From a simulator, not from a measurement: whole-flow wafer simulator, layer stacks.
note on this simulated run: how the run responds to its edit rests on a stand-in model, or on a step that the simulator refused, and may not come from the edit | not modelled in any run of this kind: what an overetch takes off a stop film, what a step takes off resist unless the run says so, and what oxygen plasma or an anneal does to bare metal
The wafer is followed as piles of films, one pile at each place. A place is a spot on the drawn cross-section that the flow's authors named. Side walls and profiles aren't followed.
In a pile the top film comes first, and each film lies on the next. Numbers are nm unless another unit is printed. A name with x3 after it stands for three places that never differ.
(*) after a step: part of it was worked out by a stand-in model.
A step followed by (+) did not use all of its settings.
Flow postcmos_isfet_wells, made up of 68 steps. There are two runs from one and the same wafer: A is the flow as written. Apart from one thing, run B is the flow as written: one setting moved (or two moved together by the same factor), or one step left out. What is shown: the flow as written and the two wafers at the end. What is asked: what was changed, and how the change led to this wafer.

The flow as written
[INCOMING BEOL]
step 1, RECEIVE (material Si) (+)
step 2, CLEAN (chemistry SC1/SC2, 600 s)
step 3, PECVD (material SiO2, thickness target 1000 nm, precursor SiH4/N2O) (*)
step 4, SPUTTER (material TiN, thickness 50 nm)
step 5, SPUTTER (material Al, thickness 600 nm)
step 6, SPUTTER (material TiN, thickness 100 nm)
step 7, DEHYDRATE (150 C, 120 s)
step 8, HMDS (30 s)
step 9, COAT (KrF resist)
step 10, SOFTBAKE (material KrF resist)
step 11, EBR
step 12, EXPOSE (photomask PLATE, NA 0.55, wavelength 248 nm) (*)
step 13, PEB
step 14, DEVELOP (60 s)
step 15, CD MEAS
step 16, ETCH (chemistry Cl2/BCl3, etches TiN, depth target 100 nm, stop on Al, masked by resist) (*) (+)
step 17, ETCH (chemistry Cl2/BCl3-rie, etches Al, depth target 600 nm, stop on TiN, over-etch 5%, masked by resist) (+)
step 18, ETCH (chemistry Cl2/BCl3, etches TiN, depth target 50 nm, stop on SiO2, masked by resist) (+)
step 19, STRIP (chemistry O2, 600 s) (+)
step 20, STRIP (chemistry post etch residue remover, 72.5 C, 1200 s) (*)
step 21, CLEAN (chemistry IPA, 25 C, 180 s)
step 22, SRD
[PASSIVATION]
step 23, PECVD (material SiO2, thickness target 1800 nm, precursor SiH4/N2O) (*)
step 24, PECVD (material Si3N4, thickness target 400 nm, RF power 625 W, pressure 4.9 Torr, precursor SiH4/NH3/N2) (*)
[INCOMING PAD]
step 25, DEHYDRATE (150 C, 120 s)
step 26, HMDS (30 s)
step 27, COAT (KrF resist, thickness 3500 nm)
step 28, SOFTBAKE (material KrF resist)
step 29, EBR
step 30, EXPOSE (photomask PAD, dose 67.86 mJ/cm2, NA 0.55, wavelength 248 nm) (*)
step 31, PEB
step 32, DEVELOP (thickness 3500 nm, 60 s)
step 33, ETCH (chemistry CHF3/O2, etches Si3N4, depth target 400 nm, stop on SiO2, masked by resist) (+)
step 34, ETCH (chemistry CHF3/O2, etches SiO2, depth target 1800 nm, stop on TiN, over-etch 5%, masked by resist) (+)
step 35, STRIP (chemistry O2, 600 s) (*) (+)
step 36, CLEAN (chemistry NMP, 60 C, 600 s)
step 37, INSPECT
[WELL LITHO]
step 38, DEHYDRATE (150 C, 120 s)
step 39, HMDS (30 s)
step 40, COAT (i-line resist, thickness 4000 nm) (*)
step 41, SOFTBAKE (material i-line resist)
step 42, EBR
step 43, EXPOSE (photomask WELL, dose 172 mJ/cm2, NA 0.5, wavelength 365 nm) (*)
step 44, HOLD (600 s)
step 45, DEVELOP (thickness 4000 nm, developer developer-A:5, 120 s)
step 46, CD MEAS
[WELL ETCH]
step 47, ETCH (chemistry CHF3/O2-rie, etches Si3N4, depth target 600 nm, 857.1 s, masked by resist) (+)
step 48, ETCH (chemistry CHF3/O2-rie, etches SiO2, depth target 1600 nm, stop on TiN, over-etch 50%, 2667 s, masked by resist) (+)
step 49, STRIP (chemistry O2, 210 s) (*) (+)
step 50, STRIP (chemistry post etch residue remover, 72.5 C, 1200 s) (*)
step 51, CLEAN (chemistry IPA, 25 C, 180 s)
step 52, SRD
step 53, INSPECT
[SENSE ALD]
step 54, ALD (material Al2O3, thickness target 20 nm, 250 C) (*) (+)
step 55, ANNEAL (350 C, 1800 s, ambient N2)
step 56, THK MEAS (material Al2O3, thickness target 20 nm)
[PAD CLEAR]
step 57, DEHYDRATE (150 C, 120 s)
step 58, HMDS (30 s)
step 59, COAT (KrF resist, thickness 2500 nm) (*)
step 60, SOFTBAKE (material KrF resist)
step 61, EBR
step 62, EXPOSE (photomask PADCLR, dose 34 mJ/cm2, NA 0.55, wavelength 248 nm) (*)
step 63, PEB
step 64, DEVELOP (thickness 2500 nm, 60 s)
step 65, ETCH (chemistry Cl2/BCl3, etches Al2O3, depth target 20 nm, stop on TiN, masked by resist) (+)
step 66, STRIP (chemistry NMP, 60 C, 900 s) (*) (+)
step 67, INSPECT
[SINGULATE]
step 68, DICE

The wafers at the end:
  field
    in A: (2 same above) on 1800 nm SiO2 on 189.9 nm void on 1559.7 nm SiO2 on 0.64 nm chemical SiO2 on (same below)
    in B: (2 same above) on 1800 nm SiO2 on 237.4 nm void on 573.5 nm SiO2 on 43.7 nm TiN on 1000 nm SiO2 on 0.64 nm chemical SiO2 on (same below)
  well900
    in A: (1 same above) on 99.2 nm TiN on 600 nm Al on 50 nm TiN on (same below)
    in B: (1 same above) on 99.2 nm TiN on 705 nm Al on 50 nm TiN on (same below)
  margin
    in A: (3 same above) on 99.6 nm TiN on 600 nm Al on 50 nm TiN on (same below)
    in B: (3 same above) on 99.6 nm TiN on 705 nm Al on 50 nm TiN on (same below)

Cause: step 5, SPUTTER: thickness 705 nm was run, though the flow has thickness 600 nm.
One can read it off the wafer: well900 has Al 705, and step 5 as written asks for 600 nm.

The path from the change to this, step by step:
  step 5, SPUTTER (material Al, thickness 600 nm)
      field, margin, well900, well1300 x3, pad_rim, pad_clr, pad_open: A +600 Al (new film) | B +705 Al (new film)
  step 17, ETCH (chemistry Cl2/BCl3-rie, etches Al, depth target 600 nm, stop on TiN, over-etch 5%, masked by resist) (+)
      field: A -600 Al (all of it) | B -600 Al
  step 18, ETCH (chemistry Cl2/BCl3, etches TiN, depth target 50 nm, stop on SiO2, masked by resist) (+)
      field: A -50 TiN (all of it) | B -105 Al (all of it), -5.9 TiN
  step 23, PECVD (material SiO2, thickness target 1800 nm, precursor SiH4/N2O) (*)
      field: A +1800 SiO2 (new film), +189.9 void (new film), +559.7 SiO2 | B +1800 SiO2 (new film), +237.4 void (new film), +573.5 SiO2 (new film)
With metal films that touch counted as one body, field has 1 body; the flow as written gives 0 bodies.
